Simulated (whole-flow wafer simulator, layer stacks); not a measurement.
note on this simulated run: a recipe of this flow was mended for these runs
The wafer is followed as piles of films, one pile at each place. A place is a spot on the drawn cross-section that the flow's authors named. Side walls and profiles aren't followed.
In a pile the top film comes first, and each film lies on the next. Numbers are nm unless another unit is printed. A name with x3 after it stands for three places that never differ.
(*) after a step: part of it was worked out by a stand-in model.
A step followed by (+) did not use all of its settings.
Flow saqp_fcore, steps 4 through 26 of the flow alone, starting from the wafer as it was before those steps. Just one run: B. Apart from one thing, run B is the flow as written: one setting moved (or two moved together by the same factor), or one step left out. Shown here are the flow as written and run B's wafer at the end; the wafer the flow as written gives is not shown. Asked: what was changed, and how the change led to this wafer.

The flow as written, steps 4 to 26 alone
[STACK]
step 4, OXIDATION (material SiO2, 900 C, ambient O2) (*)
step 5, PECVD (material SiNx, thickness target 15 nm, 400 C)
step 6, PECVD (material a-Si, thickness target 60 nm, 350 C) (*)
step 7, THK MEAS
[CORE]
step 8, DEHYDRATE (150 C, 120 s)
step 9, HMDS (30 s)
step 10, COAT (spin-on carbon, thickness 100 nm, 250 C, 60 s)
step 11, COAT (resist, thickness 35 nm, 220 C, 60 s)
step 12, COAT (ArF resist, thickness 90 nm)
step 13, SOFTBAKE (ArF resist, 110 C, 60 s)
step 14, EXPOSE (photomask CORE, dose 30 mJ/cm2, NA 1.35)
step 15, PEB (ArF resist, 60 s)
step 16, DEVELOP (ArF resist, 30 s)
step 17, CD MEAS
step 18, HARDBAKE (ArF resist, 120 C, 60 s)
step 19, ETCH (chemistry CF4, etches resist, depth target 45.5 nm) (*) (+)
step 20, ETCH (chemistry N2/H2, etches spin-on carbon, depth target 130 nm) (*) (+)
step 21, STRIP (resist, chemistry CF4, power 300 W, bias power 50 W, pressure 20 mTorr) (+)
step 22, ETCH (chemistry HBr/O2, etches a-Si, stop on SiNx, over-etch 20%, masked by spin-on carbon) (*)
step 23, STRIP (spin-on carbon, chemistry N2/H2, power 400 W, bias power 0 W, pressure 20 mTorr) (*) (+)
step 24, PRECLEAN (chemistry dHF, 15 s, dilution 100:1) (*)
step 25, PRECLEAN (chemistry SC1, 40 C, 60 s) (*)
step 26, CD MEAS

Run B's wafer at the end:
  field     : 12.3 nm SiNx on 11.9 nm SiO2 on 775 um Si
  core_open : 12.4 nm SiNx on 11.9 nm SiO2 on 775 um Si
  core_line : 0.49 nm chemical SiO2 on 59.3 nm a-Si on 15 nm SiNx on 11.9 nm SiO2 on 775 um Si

What caused this: step 4, OXIDATION: 919 C was run, whereas the flow has 900 C.

How this came from the change, step by step:
  step 4, OXIDATION (material SiO2, 900 C, ambient O2) (*)
      field, core_open, core_line: SiO2 gains 11.9 (new film), chemical SiO2 loses 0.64 (all of it), Si loses 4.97 (as written it would have been: SiO2 gains 10 (new film), chemical SiO2 loses 0.64 (all of it), Si loses 4.12)
